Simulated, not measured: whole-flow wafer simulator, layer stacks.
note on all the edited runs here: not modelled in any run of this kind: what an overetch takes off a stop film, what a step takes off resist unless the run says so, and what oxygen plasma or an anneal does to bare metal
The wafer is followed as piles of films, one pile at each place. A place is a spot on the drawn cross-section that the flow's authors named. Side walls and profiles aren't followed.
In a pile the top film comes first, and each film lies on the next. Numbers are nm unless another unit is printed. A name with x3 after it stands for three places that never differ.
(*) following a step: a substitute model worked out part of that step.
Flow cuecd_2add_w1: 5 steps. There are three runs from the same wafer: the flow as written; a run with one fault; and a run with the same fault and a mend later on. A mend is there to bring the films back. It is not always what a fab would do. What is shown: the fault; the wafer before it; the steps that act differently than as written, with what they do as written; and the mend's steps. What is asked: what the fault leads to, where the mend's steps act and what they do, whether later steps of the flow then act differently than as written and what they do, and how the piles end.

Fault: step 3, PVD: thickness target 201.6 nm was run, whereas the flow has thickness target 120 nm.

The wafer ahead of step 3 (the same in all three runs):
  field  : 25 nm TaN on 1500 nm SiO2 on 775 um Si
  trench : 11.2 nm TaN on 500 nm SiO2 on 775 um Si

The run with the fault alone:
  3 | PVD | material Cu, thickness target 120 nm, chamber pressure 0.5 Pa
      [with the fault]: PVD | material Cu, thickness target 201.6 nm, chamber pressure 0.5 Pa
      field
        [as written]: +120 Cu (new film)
        [with the fault]: +201.6 Cu (new film)
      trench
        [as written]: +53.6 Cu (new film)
        [with the fault]: +87.7 Cu (new film)
  Steps later in the flow that act otherwise than as written:
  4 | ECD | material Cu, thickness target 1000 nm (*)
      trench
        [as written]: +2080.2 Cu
        [with the fault]: +2127.7 Cu
  At field, trench, the piles at the end differ from the flow's by more than 2% or 0.5 nm, whichever is larger.
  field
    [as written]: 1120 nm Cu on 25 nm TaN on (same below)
    [with the fault]: 1201.6 nm Cu on 25 nm TaN on (same below)
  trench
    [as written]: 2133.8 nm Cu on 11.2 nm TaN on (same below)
    [with the fault]: 2215.4 nm Cu on 11.2 nm TaN on (same below)

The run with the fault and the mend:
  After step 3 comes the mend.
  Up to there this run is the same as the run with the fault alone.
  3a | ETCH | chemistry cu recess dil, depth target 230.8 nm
      field
        -201.6 Cu (all of it)
      trench
        -87.7 Cu (all of it)
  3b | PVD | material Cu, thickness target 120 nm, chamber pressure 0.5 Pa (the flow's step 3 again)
      field
        +120 Cu (new film)
      trench
        +53.6 Cu (new film)
  Later steps of the flow that are run all act as written at every place that is followed.
  At every place that both follow, the piles at the end match the flow's.
